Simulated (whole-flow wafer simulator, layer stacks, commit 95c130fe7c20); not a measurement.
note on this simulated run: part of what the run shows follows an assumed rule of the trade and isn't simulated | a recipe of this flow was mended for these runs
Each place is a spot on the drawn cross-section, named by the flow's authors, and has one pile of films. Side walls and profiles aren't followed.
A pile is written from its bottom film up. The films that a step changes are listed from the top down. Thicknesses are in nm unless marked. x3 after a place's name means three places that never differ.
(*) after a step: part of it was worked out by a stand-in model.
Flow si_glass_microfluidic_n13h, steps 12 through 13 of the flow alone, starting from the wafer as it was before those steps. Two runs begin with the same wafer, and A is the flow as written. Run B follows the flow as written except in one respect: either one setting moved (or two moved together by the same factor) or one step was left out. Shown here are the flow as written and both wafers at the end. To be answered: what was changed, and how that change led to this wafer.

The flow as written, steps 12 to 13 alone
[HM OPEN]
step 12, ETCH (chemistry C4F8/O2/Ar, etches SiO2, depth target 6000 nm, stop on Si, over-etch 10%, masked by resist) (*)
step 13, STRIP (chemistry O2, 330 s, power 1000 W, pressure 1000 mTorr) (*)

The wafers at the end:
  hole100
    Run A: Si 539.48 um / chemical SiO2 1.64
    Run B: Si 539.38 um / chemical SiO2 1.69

The reason: step 12, ETCH: depth target 6750 nm was run, while the flow as written has depth target 6000 nm; step 13, STRIP: 371 s was run, where the flow has 330 s.

How this came from the change, step by step:
  step 12, ETCH (chemistry C4F8/O2/Ar, etches SiO2, depth target 6000 nm, stop on Si, over-etch 10%, masked by resist) (*)
      land: A -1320 thick-i-line-resist | B -1485 thick-i-line-resist
      hole100: A -6000 SiO2 (all of it), -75 Si | B -6000 SiO2 (all of it), -178.1 Si
  step 13, STRIP (chemistry O2, 330 s, power 1000 W, pressure 1000 mTorr) (*)
      land: A -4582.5 thick-i-line-resist (all of it) | B -4417.5 thick-i-line-resist (all of it)
